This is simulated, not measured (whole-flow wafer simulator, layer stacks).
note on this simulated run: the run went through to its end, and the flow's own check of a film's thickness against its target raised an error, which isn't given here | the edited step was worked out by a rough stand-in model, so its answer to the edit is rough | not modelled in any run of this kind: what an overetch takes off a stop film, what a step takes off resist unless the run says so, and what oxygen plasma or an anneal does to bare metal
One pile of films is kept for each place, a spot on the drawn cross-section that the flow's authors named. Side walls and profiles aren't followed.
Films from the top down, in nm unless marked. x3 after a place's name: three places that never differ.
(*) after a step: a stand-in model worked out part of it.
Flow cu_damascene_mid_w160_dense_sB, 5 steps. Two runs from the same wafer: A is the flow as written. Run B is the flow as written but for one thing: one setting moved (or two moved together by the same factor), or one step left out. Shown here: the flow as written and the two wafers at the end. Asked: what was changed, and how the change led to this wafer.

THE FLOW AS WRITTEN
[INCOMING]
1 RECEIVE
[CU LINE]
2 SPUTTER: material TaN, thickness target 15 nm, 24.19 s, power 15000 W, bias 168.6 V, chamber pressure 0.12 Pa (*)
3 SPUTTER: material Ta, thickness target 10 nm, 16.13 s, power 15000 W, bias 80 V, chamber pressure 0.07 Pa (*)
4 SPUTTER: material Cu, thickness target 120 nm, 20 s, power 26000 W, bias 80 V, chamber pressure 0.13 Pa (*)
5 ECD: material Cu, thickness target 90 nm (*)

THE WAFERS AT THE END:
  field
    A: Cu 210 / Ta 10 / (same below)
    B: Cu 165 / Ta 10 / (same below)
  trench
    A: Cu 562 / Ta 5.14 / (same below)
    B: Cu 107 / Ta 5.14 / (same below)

The cause: step 5, ECD: thickness target 45 nm was run, where the flow has thickness target 90 nm.

How the change led to this, step by step:
  5 ECD: material Cu, thickness target 90 nm (*)
      field: A Cu +90 | B Cu +45
      trench: A Cu +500 | B Cu +45
